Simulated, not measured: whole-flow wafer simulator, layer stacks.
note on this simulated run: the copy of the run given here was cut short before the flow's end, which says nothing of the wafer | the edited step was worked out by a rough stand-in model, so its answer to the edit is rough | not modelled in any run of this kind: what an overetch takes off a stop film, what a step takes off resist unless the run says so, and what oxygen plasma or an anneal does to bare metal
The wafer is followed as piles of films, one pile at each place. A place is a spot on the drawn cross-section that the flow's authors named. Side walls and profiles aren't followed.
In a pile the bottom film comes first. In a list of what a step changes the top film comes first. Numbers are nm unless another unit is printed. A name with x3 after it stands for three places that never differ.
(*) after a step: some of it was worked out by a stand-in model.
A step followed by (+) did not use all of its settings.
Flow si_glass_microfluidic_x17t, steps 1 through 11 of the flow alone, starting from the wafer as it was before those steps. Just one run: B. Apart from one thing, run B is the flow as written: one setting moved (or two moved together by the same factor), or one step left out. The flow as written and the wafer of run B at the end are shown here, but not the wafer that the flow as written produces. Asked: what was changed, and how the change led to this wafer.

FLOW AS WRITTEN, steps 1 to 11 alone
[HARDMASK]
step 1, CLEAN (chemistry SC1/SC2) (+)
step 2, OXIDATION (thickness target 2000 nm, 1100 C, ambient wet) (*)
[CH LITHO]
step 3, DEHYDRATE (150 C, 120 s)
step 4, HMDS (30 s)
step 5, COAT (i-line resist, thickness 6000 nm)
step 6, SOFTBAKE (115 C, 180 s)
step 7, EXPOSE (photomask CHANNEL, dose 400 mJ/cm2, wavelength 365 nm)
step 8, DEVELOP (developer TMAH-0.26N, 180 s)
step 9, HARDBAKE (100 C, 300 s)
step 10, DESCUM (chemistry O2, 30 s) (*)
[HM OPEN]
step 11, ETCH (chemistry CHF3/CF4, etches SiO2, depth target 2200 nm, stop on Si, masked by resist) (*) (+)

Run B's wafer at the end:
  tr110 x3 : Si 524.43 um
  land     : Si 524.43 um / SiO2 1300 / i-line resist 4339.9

What caused this: step 2, OXIDATION: thickness target 1300 nm was run, whereas the flow has thickness target 2000 nm.
One can read it off the wafer: land has SiO2 1300, and step 2 as written asks for 2000 nm.

How this came from the change, step by step:
  step 2, OXIDATION (thickness target 2000 nm, 1100 C, ambient wet) (*)
      land, tr110 x3: +1300 SiO2 (new film), -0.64 chemical SiO2 (all of it), -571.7 Si (in the flow as written it would be: +2000 SiO2 (new film), -0.64 chemical SiO2 (all of it), -879.7 Si)
  step 11, ETCH (chemistry CHF3/CF4, etches SiO2, depth target 2200 nm, stop on Si, masked by resist) (*) (+)
      tr110 x3: -1300 SiO2 (all of it) (in the flow as written it would be: -2000 SiO2 (all of it))
      land: -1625 i-line resist (in the flow as written it would be: -1833.3 i-line resist)
